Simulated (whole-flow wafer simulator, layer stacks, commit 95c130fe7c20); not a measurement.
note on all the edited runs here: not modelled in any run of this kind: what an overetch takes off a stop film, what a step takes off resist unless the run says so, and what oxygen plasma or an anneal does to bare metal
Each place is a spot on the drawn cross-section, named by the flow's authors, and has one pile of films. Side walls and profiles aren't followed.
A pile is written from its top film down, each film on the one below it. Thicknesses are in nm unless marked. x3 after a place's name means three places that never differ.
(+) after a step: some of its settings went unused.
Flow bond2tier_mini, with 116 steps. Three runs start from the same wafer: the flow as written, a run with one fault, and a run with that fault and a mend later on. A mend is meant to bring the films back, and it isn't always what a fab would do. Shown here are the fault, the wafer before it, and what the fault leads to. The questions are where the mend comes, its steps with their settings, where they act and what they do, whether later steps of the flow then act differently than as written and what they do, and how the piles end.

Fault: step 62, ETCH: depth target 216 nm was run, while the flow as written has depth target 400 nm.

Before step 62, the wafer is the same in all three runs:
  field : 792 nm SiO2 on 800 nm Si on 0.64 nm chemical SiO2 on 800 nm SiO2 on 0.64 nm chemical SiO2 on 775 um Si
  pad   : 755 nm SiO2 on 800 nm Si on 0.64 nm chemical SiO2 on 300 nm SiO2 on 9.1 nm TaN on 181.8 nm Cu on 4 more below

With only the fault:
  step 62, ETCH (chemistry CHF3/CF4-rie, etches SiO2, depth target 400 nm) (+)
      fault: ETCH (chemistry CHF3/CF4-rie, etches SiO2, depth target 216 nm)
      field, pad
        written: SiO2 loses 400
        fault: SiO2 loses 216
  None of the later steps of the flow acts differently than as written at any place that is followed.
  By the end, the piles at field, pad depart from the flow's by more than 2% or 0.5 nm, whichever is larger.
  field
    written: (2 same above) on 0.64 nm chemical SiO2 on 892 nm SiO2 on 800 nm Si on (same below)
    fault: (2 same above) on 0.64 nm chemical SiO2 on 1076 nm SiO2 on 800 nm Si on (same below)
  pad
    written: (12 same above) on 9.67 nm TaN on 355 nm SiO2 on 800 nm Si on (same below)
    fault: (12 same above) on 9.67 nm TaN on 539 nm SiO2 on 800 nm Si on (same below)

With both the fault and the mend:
  The mend stands after step 62.
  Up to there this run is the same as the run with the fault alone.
  step 62a, ETCH (chemistry CHF3/CF4-rie, etches SiO2, depth target 184 nm) (+) (a further turn of the flow's step 62, with different settings)
      field, pad
        SiO2 loses 184
  None of the later steps of the flow acts differently than as written at any place that is followed.
  At every place that both follow, the piles at the end match the flow's.
